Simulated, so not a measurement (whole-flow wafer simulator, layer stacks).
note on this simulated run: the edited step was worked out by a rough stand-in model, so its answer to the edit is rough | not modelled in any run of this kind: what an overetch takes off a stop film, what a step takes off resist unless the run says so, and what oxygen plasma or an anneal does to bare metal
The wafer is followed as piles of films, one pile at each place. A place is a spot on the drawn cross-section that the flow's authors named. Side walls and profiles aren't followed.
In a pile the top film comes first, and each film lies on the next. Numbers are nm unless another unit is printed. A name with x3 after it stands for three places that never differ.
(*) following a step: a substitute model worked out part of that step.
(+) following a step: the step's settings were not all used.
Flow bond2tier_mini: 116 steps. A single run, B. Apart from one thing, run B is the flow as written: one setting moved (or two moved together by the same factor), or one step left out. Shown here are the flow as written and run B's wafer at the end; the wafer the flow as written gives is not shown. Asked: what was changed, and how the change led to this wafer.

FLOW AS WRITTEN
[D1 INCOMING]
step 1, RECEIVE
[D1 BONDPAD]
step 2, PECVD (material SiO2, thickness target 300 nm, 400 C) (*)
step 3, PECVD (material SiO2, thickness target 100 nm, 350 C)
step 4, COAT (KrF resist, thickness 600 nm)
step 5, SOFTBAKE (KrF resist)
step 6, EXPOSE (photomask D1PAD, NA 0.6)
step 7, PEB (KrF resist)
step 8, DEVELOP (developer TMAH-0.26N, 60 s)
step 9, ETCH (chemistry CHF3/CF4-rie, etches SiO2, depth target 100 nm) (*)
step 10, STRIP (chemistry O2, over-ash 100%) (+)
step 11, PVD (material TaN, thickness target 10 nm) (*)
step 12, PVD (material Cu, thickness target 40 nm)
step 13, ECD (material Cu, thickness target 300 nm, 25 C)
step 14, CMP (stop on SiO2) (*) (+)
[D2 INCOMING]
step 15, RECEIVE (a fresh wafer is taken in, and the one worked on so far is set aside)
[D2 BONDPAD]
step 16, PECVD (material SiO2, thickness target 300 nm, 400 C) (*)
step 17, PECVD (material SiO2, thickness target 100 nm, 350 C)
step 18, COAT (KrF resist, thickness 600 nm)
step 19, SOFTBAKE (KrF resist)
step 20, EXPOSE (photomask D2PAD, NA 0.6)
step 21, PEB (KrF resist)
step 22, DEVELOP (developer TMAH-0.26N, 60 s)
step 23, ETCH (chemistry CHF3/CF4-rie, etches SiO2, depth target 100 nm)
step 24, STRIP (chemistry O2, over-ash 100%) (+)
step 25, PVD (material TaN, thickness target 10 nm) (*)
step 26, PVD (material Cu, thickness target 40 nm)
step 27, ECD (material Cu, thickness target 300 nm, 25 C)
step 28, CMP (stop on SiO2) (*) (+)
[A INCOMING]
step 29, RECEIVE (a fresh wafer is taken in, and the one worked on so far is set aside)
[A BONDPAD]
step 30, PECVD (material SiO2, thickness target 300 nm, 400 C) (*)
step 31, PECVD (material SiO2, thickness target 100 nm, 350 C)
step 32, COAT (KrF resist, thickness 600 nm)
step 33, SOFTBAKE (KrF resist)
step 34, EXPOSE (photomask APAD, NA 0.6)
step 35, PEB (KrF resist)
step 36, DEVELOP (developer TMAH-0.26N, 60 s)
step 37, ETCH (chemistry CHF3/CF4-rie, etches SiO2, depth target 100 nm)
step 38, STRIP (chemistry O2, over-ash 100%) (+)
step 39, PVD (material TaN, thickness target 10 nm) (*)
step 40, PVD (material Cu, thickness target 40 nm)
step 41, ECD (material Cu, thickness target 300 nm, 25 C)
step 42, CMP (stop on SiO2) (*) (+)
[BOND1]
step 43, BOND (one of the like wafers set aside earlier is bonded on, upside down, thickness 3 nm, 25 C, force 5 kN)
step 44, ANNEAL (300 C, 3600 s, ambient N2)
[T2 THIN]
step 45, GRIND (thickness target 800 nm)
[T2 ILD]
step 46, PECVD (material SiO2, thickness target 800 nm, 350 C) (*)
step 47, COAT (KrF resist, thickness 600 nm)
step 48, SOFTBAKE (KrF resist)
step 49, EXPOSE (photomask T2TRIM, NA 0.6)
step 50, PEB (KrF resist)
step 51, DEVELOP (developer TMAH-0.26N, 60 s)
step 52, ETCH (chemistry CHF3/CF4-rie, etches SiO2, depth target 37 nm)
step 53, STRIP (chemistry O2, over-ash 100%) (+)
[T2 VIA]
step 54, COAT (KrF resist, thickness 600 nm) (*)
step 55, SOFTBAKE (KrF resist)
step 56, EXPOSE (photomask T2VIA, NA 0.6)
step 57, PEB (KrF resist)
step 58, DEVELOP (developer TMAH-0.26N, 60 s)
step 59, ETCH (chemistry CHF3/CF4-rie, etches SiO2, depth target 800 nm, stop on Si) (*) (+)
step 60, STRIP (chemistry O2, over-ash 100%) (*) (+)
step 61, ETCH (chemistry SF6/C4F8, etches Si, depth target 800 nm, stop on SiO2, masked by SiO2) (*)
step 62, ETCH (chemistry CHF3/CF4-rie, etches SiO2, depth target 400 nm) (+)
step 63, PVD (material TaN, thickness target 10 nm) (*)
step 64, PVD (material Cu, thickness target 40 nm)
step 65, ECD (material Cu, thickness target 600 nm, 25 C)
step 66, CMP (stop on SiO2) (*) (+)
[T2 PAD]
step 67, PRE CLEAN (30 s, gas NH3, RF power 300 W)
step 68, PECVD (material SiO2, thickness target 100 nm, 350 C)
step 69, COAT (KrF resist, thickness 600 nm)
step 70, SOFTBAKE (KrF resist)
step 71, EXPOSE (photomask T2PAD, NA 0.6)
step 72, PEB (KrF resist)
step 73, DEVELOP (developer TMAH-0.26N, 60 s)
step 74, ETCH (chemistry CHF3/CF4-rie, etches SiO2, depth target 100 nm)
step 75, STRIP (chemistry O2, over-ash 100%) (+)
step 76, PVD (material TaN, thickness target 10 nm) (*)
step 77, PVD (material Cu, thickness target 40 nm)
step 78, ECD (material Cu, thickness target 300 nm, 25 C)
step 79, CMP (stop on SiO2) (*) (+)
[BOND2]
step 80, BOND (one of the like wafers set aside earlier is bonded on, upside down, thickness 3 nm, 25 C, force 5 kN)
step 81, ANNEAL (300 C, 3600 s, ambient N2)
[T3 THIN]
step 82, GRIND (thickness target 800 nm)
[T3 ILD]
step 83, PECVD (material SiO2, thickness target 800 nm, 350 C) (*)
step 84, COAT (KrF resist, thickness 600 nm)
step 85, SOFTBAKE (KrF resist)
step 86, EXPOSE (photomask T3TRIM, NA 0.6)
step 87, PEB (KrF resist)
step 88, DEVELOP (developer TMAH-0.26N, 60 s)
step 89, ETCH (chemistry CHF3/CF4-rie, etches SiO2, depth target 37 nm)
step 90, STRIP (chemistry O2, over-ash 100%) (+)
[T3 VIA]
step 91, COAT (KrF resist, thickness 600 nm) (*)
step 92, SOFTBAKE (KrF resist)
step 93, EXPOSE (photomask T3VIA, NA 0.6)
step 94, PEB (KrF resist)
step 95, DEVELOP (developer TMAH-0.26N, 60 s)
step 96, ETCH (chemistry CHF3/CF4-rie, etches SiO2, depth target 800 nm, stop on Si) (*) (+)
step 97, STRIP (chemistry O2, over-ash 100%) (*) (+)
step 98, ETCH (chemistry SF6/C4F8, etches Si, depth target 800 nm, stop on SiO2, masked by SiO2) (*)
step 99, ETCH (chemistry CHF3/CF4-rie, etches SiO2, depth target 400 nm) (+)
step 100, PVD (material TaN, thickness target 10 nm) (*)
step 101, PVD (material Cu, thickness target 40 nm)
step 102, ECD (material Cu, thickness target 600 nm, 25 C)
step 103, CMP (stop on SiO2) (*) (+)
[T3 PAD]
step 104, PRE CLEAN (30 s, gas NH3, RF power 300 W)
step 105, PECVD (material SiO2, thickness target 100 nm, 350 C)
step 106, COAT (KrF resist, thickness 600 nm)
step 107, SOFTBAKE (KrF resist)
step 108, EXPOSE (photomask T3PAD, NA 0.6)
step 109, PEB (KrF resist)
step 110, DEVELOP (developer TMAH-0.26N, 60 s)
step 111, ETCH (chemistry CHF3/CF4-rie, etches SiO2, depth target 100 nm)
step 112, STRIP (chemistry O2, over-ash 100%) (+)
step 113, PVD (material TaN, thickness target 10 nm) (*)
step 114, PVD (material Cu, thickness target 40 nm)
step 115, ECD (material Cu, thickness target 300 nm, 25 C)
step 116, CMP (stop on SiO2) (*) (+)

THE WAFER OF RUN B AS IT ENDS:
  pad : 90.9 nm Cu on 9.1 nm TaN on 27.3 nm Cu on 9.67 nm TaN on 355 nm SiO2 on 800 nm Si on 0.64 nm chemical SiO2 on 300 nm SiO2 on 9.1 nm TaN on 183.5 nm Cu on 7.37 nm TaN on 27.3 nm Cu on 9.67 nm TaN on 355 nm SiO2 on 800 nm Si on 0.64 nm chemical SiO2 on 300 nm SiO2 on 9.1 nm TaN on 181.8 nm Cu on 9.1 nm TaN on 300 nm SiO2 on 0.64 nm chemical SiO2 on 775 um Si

What caused this: step 76, PVD: thickness target 8.1 nm was run, while the flow as written has thickness target 10 nm.

Step by step, how the change led to this:
  step 76, PVD (material TaN, thickness target 10 nm) (*)
      field: +8.1 TaN (new film) (it would be, as written: +10 TaN (new film))
      pad: +7.37 TaN (new film) (it would be, as written: +9.1 TaN (new film))
  step 79, CMP (stop on SiO2) (*) (+)
      field: -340 Cu (all of it), -8.1 TaN (all of it) (it would be, as written: -340 Cu (all of it), -10 TaN (all of it))
